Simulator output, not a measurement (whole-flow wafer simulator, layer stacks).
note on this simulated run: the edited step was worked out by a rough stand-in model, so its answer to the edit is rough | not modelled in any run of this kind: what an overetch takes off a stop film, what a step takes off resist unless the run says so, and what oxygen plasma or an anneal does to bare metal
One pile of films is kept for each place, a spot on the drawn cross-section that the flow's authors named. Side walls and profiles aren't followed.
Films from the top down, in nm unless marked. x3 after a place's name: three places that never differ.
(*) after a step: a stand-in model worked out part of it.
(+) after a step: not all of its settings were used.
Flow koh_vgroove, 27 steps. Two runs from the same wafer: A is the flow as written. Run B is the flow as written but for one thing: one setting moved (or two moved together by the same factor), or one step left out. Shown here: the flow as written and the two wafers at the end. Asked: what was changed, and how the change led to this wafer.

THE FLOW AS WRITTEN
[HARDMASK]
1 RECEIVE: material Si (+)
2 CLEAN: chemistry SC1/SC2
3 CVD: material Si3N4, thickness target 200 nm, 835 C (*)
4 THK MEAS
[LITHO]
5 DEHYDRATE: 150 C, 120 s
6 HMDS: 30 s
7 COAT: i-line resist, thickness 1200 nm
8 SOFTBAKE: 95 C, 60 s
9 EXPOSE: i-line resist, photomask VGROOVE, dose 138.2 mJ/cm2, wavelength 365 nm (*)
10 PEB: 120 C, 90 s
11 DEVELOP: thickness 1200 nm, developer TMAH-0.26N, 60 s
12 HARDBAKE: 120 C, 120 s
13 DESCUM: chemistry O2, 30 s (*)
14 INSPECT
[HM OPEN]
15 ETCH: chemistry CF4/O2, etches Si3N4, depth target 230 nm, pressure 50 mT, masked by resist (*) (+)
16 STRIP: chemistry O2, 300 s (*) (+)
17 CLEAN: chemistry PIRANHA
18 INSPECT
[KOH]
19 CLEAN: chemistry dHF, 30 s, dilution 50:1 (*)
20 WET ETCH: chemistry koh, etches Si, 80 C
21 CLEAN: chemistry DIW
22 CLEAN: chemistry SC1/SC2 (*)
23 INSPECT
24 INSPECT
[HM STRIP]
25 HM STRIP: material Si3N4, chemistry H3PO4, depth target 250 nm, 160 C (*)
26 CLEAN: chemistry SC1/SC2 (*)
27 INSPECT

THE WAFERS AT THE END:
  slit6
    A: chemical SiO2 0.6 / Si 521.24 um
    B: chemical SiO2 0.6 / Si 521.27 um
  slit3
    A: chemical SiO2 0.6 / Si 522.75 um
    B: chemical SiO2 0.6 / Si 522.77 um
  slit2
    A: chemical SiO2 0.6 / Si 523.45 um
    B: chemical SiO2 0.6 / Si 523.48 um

The cause: step 15, ETCH: depth target 206.1 nm was run, where the flow has depth target 230 nm.

How the change led to this, step by step:
  15 ETCH: chemistry CF4/O2, etches Si3N4, depth target 230 nm, pressure 50 mT, masked by resist (*) (+)
      slit3, slit2, slit6, slit20: A Si3N4 -200 (all of it), chemical SiO2 -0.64 (all of it), Si -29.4 | B Si3N4 -200 (all of it), chemical SiO2 -0.64 (all of it), Si -5.46
      field: A i-line resist -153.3 | B i-line resist -137.4
